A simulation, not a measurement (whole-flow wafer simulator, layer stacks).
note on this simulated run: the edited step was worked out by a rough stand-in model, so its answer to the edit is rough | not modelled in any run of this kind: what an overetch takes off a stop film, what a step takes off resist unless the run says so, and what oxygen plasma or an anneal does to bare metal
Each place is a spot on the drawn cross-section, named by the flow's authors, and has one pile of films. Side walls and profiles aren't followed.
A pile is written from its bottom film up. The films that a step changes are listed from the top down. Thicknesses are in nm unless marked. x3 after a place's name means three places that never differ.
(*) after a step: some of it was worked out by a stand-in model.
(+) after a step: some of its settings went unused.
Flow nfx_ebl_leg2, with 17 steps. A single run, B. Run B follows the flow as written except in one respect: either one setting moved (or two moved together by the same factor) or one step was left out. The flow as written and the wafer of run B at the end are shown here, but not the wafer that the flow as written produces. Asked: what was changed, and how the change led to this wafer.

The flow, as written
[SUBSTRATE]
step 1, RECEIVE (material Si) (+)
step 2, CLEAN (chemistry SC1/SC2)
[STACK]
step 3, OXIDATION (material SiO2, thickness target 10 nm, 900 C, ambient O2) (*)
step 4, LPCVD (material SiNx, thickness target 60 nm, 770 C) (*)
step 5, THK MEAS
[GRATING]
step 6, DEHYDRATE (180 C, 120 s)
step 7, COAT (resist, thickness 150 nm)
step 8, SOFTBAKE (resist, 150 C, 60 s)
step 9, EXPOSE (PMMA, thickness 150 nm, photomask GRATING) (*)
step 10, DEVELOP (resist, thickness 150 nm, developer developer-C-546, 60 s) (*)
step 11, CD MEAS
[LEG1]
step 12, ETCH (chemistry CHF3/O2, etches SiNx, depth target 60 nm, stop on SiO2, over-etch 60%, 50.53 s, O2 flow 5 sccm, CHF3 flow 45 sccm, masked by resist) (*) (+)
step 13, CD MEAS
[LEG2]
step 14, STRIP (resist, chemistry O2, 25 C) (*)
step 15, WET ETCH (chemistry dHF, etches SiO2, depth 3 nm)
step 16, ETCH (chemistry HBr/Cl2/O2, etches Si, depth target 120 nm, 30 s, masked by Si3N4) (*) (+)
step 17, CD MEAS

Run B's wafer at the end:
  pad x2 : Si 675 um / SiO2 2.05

What caused this: step 12, ETCH: depth target 39 nm was run, though the flow has depth target 60 nm; step 12, ETCH: 32.84 s was run, where the flow has 50.53 s.

The path from the change to this, step by step:
  step 12, ETCH (chemistry CHF3/O2, etches SiNx, depth target 60 nm, stop on SiO2, over-etch 60%, 50.53 s, O2 flow 5 sccm, CHF3 flow 45 sccm, masked by resist) (*) (+)
      pad x2: -60 SiNx (all of it), -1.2 SiO2 (as written it would have been: -60 SiNx (all of it), -10 SiO2 (all of it))
      field x2: -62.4 resist (as written it would have been: -96 resist)
  step 14, STRIP (resist, chemistry O2, 25 C) (*)
      pad x2: nothing (as written it would have been: +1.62 chemical SiO2 (new film), -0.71 Si)
      field x2: -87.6 resist (all of it) (as written it would have been: -54 resist (all of it))
  step 15, WET ETCH (chemistry dHF, etches SiO2, depth 3 nm)
      pad x2: -3 SiO2 (as written it would have been: -1.62 chemical SiO2 (all of it))
  step 16, ETCH (chemistry HBr/Cl2/O2, etches Si, depth target 120 nm, 30 s, masked by Si3N4) (*) (+)
      pad x2: -3.75 SiO2 (as written it would have been: -120 Si)
